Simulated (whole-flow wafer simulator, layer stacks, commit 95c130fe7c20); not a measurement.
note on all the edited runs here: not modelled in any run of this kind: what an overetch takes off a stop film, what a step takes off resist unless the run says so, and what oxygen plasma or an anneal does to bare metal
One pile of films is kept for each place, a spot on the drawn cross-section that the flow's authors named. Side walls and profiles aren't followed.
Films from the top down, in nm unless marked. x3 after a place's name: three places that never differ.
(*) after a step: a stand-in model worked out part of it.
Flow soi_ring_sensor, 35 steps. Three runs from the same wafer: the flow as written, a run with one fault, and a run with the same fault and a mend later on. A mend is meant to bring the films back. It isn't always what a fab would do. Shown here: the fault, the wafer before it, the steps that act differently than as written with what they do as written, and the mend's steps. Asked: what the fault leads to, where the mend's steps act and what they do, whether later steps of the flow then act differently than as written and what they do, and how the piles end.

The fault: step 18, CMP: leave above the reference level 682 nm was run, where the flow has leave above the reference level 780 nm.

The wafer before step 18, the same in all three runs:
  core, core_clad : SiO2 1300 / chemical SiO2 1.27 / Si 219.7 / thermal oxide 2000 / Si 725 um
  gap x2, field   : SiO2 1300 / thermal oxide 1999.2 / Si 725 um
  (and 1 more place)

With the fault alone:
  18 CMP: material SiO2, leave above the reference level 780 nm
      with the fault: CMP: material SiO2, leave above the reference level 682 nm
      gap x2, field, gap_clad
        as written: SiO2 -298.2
        with the fault: SiO2 -396.2
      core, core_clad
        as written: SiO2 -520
        with the fault: SiO2 -618
  Later steps of the flow that act differently than as written:
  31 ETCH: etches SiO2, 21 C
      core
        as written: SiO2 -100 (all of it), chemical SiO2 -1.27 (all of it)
        with the fault: SiO2 -2 (all of it), chemical SiO2 -1.27 (all of it)
  At the end the piles differ from the flow's by more than 2% or 0.5 nm, whichever is larger, at field, core_clad.
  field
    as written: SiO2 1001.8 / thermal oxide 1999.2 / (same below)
    with the fault: SiO2 903.8 / thermal oxide 1999.2 / (same below)
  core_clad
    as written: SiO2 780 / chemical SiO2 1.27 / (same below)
    with the fault: SiO2 682 / chemical SiO2 1.27 / (same below)

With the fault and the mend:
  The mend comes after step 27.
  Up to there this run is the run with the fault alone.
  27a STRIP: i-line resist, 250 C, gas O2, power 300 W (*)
      field, core_clad, gap_clad
        i-line resist -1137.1 (all of it)
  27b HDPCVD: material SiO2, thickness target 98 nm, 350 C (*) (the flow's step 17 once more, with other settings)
      core, gap x2, field, core_clad, gap_clad
        SiO2 +98
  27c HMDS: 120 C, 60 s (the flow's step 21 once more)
      changes no film at any place that is followed
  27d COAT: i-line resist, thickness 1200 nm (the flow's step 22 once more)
      core, gap x2, field, core_clad, gap_clad
        i-line resist +1200 (new film)
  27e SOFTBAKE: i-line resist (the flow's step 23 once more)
      changes no film at any place that is followed
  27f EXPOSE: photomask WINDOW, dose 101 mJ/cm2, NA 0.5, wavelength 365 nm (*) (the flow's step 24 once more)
      changes no film at any place that is followed
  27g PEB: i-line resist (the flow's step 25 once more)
      core, gap x2, field, core_clad, gap_clad
        i-line resist -62.8
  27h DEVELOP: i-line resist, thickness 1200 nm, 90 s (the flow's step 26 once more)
      core, gap x2
        i-line resist -1137.2 (all of it)
      field, core_clad, gap_clad
        i-line resist -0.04
  No later step of the flow acts differently than as written at any place that is followed.
  At the end the piles are the same as the flow's at every place that both follow.
